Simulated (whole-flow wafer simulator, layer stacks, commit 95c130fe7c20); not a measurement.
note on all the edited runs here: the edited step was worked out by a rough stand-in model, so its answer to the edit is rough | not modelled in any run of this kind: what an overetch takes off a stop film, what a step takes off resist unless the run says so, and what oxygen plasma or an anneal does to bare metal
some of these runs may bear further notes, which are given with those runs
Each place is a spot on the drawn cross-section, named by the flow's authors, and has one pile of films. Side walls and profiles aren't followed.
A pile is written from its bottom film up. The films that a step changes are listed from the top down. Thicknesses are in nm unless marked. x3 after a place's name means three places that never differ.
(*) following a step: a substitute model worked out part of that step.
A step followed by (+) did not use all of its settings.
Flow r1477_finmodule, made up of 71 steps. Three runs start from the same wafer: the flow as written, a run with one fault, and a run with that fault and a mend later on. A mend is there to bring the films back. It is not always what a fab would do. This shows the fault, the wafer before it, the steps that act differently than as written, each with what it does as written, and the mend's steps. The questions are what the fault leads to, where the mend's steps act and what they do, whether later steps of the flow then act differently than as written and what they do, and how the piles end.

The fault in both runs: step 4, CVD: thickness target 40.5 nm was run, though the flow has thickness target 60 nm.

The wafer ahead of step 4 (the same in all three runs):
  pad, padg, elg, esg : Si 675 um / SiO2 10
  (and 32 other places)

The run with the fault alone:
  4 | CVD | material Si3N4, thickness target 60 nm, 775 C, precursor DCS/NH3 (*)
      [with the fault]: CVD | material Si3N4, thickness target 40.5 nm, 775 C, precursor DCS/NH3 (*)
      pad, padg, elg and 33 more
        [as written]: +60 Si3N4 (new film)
        [with the fault]: +40.5 Si3N4 (new film)
  Steps later in the flow that act otherwise than as written (not shown: 4 more steps that differ only slightly, by at most 2% or 0.5 nm, whichever is larger):
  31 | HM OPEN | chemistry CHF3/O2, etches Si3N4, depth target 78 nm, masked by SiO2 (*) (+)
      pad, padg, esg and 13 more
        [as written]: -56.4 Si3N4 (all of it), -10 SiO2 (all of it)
        [with the fault]: -36.9 Si3N4 (all of it), -9.22 SiO2
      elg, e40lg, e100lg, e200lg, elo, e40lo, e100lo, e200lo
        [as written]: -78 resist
        [with the fault]: -55.3 resist
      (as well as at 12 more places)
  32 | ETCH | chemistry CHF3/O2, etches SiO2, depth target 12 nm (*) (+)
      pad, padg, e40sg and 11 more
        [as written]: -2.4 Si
        [with the fault]: -0.78 SiO2 (all of it), -2.24 Si
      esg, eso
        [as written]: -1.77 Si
        [with the fault]: -0.78 SiO2 (all of it), -2.24 Si
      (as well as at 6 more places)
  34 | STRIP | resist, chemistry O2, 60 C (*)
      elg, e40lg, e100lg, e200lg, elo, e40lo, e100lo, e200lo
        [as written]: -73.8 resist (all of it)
        [with the fault]: -96.4 resist (all of it)
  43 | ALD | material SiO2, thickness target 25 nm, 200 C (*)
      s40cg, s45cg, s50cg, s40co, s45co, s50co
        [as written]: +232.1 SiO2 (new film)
        [with the fault]: +223.6 SiO2 (new film)
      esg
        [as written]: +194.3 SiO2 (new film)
        [with the fault]: +175.2 SiO2 (new film)
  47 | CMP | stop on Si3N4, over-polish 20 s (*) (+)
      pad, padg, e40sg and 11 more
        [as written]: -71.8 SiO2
        [with the fault]: -91.5 SiO2
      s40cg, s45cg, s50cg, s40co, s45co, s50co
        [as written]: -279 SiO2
        [with the fault]: -290.4 SiO2
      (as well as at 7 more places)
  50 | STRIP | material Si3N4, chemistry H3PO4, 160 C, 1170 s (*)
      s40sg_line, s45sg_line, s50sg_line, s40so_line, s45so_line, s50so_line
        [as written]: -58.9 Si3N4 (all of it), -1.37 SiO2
        [with the fault]: -39.4 Si3N4 (all of it), -1.98 SiO2
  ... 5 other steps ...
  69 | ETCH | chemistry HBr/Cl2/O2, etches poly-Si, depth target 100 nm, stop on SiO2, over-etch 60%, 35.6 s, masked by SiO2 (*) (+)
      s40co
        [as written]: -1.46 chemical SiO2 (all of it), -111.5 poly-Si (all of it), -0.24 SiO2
        [with the fault]: -1.46 chemical SiO2 (all of it), -133 poly-Si (all of it), -0.14 SiO2
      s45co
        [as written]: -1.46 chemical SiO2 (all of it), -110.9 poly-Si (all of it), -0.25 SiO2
        [with the fault]: -1.46 chemical SiO2 (all of it), -133 poly-Si (all of it), -0.14 SiO2
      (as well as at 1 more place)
  By the end, the piles at pad, padg, elg and 27 more depart from the flow's by more than 2% or 0.5 nm, whichever is larger.
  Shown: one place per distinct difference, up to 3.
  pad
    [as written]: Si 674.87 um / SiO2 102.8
    [with the fault]: Si 674.87 um / SiO2 83.2
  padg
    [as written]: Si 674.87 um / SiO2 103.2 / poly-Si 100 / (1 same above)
    [with the fault]: Si 674.87 um / SiO2 83.6 / poly-Si 100 / (1 same above)
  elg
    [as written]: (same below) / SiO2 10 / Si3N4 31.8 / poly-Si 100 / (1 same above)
    [with the fault]: (same below) / SiO2 10 / Si3N4 12.3 / poly-Si 100 / (1 same above)

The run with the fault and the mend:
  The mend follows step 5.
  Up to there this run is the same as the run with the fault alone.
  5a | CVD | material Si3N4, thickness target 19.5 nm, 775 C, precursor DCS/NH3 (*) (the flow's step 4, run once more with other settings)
      pad, padg, elg and 33 more
        +19.5 Si3N4
  Later steps of the flow that are run all act as written at every place that is followed.
  At every place that both follow, the piles at the end match the flow's.
